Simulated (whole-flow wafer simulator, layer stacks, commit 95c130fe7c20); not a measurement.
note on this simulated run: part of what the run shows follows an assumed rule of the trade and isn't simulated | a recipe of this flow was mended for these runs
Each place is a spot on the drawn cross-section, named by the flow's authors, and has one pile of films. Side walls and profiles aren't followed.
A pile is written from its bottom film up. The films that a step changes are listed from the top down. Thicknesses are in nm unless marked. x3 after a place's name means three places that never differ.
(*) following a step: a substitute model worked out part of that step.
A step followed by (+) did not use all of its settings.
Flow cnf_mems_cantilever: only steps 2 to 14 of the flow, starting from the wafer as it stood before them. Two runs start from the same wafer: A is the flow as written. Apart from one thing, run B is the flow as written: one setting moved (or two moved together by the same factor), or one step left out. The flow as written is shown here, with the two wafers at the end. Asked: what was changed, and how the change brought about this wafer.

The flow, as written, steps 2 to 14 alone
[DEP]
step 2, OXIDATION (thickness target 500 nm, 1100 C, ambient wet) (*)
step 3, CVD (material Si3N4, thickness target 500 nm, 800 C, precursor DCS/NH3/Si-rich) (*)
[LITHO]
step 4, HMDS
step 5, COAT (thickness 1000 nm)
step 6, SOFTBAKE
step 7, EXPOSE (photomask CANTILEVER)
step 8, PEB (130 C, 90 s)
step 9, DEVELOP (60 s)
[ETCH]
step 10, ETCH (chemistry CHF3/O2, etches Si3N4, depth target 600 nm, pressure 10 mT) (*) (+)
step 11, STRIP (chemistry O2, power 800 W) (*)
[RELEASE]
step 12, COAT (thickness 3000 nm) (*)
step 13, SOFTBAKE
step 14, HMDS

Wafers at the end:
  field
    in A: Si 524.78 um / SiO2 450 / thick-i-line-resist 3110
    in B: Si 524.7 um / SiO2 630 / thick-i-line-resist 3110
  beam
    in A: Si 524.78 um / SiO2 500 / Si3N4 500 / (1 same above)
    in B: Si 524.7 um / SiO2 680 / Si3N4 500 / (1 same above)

What caused this: step 2, OXIDATION: thickness target 680 nm was run, while the flow as written has thickness target 500 nm.
The wafer lets one read it off: beam has SiO2 680, and step 2 as written asks for 500 nm.

Step by step, how the change led to this:
  step 2, OXIDATION (thickness target 500 nm, 1100 C, ambient wet) (*)
      field, beam: A SiO2 gains 500 (new film), chemical SiO2 loses 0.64 (all of it), Si loses 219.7 | B SiO2 gains 680 (new film), chemical SiO2 loses 0.64 (all of it), Si loses 298.9
